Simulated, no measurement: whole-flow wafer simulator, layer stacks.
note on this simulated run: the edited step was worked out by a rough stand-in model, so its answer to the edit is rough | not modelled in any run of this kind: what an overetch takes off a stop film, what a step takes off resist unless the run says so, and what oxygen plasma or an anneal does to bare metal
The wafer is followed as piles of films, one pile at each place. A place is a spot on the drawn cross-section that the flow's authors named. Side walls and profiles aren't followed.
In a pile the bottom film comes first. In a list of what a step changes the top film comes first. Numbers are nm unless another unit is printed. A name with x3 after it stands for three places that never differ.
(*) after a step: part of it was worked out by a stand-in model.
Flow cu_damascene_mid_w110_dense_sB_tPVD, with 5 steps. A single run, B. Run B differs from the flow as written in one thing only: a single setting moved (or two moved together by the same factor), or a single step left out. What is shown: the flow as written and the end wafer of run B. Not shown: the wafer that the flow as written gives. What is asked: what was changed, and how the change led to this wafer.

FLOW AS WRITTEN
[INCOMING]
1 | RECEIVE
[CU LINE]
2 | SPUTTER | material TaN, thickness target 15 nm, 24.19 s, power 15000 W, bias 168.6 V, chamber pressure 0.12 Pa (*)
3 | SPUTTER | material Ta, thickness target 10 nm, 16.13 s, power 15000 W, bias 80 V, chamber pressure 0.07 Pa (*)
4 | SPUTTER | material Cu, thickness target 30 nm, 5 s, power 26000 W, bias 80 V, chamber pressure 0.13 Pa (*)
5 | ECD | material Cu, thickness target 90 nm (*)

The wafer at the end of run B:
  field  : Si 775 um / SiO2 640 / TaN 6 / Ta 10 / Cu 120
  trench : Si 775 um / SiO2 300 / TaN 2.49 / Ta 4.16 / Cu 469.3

What caused this: step 2, SPUTTER: 9.68 s was run, whereas the flow has 24.19 s.

The path from the change to this, step by step:
  2 | SPUTTER | material TaN, thickness target 15 nm, 24.19 s, power 15000 W, bias 168.6 V, chamber pressure 0.12 Pa (*)
      field: TaN gains 6 (new film) (it would be, as written: TaN gains 15 (new film))
      trench: TaN gains 2.49 (new film) (it would be, as written: TaN gains 6.23 (new film))
